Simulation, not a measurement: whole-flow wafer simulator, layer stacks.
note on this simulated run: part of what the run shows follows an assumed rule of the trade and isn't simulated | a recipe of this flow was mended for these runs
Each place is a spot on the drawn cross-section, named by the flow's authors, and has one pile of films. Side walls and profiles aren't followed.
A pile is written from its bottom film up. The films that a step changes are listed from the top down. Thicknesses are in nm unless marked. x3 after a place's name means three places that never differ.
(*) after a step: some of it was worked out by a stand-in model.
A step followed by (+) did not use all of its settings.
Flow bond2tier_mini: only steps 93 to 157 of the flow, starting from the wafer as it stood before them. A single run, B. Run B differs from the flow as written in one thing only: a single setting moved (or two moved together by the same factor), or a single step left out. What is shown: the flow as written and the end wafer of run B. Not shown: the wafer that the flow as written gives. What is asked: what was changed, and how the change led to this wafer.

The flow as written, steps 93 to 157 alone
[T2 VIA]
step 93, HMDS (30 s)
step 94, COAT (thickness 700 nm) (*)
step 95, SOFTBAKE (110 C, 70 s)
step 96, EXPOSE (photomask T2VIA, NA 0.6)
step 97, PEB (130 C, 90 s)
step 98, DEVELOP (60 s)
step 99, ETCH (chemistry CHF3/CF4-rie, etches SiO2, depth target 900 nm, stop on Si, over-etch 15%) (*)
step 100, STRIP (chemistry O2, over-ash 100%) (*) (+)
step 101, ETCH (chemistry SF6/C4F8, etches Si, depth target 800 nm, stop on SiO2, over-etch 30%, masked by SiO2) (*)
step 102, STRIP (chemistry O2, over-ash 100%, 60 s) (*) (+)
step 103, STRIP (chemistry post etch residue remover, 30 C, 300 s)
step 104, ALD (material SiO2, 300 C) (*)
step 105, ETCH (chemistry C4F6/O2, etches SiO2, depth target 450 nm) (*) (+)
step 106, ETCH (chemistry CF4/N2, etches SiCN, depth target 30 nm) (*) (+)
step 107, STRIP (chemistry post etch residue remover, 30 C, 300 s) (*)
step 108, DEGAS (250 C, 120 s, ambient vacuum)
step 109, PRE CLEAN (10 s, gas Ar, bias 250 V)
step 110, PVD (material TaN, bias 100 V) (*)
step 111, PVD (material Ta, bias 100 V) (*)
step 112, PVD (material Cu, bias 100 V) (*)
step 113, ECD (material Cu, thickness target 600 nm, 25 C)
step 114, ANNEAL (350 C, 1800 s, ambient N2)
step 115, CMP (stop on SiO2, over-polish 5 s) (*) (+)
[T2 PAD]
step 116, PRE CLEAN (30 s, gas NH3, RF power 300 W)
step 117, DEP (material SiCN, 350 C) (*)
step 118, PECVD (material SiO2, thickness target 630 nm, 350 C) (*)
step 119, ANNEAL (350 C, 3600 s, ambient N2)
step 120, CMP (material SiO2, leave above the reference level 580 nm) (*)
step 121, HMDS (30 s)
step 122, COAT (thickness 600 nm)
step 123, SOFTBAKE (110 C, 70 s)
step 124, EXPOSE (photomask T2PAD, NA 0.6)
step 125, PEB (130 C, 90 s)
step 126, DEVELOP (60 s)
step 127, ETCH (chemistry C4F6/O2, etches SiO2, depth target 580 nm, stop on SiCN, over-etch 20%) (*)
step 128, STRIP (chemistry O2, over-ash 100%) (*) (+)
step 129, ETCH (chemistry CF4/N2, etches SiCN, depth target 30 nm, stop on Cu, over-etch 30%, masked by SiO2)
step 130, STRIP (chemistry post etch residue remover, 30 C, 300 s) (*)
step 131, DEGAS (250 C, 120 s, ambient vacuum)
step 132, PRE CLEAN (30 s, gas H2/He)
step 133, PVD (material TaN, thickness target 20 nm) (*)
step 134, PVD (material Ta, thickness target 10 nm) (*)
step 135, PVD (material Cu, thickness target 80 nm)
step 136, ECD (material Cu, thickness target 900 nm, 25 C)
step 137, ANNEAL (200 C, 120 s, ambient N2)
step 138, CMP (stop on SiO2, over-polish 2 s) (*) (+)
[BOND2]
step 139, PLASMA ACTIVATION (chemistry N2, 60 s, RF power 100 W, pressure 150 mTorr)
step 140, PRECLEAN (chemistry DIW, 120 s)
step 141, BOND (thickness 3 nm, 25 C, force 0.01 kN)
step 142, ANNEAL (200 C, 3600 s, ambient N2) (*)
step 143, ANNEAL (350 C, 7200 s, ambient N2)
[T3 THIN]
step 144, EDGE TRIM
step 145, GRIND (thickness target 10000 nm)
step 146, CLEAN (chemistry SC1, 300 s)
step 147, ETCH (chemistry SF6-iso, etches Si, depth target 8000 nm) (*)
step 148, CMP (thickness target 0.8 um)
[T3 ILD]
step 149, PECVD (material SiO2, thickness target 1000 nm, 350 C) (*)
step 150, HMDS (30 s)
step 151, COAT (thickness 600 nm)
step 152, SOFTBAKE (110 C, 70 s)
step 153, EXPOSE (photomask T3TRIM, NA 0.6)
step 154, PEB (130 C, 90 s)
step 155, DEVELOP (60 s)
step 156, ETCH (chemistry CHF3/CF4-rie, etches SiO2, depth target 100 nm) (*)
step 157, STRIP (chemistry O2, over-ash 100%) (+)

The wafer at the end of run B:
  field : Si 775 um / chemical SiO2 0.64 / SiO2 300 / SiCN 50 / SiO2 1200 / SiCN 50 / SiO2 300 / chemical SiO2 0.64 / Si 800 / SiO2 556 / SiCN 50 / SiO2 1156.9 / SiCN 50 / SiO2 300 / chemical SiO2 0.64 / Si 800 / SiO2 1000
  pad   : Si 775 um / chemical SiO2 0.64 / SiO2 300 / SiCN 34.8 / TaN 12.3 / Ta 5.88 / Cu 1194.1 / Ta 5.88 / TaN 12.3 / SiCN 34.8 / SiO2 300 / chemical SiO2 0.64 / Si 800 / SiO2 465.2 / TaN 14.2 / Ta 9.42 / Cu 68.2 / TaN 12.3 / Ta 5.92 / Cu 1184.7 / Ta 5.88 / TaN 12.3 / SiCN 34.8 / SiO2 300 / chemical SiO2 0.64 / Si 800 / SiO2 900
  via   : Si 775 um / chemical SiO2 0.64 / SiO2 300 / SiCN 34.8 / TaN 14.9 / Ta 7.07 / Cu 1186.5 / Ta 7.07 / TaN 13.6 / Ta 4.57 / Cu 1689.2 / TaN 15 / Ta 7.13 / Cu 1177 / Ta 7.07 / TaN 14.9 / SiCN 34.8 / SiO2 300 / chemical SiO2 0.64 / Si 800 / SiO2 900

What caused this: step 109, PRE CLEAN: 15 s was run, whereas the flow has 10 s.

The path from the change to this, step by step:
  step 109, PRE CLEAN (10 s, gas Ar, bias 250 V)
      field, pad: SiO2 loses 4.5 (as written it would have been: SiO2 loses 3)
      via: TaN loses 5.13 (as written it would have been: TaN loses 3.19)
